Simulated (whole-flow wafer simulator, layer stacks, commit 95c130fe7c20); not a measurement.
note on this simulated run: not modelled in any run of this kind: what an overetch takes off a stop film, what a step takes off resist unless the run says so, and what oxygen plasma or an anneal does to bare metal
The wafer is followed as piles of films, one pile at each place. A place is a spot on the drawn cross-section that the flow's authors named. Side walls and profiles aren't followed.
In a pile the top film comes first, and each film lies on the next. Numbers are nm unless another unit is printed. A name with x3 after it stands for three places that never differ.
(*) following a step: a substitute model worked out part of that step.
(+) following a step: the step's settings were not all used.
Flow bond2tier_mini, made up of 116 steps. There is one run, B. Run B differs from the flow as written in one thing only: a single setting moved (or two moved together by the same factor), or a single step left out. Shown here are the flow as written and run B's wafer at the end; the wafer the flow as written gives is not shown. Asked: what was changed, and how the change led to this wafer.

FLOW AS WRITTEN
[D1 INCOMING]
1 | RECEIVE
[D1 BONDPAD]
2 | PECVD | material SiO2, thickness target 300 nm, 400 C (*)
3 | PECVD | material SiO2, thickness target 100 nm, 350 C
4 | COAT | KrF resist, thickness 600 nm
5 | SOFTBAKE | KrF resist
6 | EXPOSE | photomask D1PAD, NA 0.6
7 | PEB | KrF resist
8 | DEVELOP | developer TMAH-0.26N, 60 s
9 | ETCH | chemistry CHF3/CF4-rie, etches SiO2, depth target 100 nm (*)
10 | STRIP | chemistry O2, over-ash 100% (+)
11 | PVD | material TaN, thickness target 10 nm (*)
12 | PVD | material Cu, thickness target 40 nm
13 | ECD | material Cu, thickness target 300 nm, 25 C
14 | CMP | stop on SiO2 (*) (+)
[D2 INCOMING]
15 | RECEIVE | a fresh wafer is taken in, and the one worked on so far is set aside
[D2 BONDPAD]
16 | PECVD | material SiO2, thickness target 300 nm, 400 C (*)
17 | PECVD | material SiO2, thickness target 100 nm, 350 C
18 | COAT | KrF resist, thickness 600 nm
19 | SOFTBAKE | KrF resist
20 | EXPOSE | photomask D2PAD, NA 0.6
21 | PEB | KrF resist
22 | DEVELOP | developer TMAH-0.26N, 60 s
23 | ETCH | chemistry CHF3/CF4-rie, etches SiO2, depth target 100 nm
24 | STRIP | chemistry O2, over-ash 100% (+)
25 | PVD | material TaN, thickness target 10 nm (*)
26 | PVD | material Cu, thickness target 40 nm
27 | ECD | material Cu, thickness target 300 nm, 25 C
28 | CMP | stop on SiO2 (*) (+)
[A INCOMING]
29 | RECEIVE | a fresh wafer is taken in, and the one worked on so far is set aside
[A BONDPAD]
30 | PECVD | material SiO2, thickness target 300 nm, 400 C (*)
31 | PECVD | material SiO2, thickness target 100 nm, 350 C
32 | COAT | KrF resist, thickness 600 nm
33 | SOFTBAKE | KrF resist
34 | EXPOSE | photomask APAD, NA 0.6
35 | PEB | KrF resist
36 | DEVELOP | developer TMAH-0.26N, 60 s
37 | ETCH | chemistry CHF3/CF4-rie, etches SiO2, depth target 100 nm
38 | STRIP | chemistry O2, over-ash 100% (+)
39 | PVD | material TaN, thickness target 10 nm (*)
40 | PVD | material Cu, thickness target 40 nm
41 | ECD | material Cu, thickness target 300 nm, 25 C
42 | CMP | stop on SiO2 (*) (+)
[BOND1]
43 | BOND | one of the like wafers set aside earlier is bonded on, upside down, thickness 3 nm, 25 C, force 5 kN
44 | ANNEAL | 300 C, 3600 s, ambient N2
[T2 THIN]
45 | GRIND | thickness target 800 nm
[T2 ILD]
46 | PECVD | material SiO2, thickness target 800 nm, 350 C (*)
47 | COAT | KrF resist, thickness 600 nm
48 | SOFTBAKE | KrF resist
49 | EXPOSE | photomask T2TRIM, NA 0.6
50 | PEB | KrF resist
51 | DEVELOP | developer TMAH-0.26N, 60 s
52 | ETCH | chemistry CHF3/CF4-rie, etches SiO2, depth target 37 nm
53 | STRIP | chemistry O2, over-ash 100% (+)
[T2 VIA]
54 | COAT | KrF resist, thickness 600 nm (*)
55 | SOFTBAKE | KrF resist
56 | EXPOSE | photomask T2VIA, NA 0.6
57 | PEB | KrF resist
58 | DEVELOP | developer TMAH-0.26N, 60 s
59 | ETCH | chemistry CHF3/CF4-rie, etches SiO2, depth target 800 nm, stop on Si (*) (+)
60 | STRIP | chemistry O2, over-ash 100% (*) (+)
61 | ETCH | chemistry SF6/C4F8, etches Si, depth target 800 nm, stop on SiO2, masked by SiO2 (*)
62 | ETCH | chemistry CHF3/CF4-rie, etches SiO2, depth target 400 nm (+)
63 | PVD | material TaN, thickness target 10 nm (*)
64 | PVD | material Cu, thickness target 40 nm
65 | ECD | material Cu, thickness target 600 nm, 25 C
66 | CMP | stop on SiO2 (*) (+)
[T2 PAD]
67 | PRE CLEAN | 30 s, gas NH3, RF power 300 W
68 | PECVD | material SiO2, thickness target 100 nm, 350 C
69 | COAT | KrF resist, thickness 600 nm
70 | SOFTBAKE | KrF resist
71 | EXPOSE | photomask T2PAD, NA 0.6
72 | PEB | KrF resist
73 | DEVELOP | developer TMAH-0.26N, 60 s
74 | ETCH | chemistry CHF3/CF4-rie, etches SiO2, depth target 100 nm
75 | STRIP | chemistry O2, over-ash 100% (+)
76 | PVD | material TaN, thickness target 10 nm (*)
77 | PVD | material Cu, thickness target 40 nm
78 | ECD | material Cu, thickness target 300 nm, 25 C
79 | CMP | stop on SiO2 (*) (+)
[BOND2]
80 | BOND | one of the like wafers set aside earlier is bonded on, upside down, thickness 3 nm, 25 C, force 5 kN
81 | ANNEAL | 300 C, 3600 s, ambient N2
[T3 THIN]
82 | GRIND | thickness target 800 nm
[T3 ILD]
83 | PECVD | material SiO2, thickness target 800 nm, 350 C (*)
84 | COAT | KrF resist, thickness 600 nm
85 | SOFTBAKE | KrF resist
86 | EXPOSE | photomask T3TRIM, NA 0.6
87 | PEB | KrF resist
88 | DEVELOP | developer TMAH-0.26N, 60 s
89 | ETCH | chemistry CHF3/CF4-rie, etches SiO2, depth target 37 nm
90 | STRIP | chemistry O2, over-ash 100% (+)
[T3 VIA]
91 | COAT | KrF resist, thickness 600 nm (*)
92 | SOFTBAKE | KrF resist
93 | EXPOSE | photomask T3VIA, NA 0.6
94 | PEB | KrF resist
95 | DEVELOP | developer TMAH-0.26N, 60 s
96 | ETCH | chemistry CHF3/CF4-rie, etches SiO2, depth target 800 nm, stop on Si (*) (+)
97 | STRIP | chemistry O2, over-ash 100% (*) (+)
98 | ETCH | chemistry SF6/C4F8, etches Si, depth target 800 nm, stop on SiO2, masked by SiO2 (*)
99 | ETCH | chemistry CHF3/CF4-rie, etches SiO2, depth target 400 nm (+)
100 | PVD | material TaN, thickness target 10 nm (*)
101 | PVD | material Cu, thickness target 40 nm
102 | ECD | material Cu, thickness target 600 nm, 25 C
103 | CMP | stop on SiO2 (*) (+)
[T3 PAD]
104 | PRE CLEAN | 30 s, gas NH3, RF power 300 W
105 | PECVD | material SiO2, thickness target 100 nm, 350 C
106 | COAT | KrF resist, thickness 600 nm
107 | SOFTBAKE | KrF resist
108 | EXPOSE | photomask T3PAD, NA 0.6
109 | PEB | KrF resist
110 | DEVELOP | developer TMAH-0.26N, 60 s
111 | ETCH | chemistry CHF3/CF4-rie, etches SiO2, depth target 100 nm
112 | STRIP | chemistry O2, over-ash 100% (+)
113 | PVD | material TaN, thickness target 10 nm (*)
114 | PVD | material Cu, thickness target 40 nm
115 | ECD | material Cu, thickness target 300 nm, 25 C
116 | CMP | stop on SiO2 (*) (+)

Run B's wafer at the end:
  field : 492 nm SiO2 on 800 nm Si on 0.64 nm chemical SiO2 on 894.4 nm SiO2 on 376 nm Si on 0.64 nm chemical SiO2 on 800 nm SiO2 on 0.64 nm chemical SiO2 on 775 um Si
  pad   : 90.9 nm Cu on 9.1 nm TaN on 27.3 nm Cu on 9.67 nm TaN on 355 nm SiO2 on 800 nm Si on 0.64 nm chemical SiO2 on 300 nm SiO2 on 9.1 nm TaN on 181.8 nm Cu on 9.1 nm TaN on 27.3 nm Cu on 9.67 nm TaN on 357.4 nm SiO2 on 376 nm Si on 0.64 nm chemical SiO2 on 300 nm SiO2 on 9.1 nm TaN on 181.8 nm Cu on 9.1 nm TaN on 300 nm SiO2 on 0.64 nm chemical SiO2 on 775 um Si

What caused this: step 45, GRIND: thickness target 376 nm was run, though the flow has thickness target 800 nm.
The wafer lets one read it off: field has Si 376, and step 45 as written asks for 800 nm.

How this came from the change, step by step:
  45 | GRIND | thickness target 800 nm
      field, pad, via: -774.62 um Si (in the flow as written it would be: -774.2 um Si)
  61 | ETCH | chemistry SF6/C4F8, etches Si, depth target 800 nm, stop on SiO2, masked by SiO2 (*)
      field, pad: -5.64 SiO2 (in the flow as written it would be: -8 SiO2)
